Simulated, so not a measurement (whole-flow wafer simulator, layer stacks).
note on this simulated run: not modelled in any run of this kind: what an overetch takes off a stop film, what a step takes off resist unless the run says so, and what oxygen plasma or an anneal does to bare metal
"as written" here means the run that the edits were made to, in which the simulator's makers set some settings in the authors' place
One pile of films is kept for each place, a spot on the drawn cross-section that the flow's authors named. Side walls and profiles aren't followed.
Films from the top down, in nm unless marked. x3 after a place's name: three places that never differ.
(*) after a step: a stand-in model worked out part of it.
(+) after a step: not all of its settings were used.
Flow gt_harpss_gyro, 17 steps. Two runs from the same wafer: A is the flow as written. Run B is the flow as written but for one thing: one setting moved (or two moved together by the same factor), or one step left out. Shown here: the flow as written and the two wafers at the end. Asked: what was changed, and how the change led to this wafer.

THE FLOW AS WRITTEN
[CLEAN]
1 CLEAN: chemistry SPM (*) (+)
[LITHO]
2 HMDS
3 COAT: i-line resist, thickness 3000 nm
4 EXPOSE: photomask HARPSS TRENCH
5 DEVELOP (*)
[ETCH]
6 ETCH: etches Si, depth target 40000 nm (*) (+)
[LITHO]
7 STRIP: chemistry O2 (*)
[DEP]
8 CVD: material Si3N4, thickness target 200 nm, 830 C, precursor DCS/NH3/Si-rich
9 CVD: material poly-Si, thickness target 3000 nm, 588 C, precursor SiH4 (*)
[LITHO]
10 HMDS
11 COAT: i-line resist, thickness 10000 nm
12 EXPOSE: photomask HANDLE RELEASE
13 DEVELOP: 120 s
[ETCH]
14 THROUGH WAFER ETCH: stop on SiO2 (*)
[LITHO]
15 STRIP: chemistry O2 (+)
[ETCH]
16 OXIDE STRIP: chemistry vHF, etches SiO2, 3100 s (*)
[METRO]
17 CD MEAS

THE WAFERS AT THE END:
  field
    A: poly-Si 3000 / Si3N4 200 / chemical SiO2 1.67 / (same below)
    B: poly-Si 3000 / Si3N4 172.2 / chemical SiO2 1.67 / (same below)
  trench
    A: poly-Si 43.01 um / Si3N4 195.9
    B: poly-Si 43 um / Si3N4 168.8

The cause: step 8, CVD: thickness target 172.2 nm was run, where the flow has thickness target 200 nm.
It can be read off the wafer: field has Si3N4 172.2, and step 8 as written asks for 200 nm.

How the change led to this, step by step:
  8 CVD: material Si3N4, thickness target 200 nm, 830 C, precursor DCS/NH3/Si-rich
      field: A Si3N4 +200 (new film) | B Si3N4 +172.2 (new film)
      trench: A Si3N4 +195.9 (new film) | B Si3N4 +168.8 (new film)
  9 CVD: material poly-Si, thickness target 3000 nm, 588 C, precursor SiH4 (*)
      trench: A poly-Si +43.01 um (new film) | B poly-Si +43 um (new film)
